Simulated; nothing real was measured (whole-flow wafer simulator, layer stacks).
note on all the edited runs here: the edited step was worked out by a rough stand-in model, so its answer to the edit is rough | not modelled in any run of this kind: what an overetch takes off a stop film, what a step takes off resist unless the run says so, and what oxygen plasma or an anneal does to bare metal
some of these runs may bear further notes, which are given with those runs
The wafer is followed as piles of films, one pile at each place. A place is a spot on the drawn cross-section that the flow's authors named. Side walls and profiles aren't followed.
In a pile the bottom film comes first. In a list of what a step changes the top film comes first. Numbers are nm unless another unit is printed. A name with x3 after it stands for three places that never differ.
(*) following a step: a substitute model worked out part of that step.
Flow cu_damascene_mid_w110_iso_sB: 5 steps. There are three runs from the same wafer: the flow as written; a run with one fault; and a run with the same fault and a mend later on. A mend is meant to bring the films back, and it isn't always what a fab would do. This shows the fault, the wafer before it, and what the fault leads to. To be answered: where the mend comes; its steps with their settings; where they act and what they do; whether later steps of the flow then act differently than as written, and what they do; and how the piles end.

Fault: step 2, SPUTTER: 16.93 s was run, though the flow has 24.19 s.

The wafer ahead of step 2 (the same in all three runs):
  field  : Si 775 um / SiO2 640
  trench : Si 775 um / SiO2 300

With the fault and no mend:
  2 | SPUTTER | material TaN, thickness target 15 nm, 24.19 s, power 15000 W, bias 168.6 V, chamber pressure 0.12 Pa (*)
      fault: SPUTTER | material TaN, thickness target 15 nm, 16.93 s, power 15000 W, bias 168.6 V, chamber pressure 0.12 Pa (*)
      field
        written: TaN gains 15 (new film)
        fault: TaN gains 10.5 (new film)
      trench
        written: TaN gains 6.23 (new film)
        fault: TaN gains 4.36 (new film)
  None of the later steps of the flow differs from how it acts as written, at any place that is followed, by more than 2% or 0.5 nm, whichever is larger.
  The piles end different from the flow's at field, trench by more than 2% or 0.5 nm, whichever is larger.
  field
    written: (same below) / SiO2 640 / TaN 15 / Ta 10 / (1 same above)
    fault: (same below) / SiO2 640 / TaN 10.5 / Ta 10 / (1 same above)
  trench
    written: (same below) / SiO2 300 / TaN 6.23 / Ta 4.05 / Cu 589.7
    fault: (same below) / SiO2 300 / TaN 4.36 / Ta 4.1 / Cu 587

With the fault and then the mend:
  The mend stands after step 2.
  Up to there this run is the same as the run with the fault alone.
  2a | SPUTTER | material TaN, thickness target 15 nm, 7.26 s, power 15000 W, bias 168.6 V, chamber pressure 0.12 Pa (*) (the flow's step 2, run once more with other settings)
      field
        TaN gains 4.5
      trench
        TaN gains 1.8
  None of the later steps of the flow differs from how it acts as written, at any place that is followed, by more than 2% or 0.5 nm, whichever is larger.
  At the end the piles are close to the flow's at the places that both follow, differing by at most 2% or 0.5 nm, whichever is larger.
